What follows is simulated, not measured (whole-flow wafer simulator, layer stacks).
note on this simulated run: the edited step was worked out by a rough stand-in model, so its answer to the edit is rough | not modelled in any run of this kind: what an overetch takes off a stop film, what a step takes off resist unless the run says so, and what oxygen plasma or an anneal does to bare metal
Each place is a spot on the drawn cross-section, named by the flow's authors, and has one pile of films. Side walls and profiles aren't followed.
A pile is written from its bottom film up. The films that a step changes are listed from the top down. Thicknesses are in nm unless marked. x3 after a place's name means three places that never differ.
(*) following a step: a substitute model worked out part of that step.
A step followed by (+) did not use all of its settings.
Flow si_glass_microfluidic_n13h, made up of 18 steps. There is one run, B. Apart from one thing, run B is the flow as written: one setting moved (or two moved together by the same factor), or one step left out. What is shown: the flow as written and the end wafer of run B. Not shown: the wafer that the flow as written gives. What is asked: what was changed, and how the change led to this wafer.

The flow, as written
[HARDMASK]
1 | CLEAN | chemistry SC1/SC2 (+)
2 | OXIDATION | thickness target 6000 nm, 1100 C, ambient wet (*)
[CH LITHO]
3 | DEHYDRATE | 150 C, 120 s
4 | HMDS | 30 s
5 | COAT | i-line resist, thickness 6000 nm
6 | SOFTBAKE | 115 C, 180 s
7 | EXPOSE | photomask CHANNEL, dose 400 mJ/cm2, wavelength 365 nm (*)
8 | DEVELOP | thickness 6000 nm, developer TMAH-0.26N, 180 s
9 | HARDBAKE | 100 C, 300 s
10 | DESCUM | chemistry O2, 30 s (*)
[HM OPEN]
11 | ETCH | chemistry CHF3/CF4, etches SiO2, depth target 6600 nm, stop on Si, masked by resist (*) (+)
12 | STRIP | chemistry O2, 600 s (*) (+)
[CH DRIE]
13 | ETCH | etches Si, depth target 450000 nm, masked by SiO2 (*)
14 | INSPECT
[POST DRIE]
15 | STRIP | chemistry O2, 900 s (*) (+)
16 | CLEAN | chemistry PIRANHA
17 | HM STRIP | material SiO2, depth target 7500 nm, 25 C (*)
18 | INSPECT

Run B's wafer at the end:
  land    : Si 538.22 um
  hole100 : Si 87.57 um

What caused this: step 2, OXIDATION: thickness target 4050 nm was run, whereas the flow has thickness target 6000 nm.

The path from the change to this, step by step:
  2 | OXIDATION | thickness target 6000 nm, 1100 C, ambient wet (*)
      land, hole100: +4050 SiO2 (new film), -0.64 chemical SiO2 (all of it), -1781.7 Si (in the flow as written it would be: +6000 SiO2 (new film), -0.64 chemical SiO2 (all of it), -2639.7 Si)
  11 | ETCH | chemistry CHF3/CF4, etches SiO2, depth target 6600 nm, stop on Si, masked by resist (*) (+)
      land: -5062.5 i-line resist (in the flow as written it would be: -5500 i-line resist)
      hole100: -4050 SiO2 (all of it) (in the flow as written it would be: -6000 SiO2 (all of it))
  12 | STRIP | chemistry O2, 600 s (*) (+)
      land: -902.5 i-line resist (all of it) (in the flow as written it would be: -465 i-line resist (all of it))
  17 | HM STRIP | material SiO2, depth target 7500 nm, 25 C (*)
      land: -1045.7 SiO2 (all of it) (in the flow as written it would be: -2995.7 SiO2 (all of it))
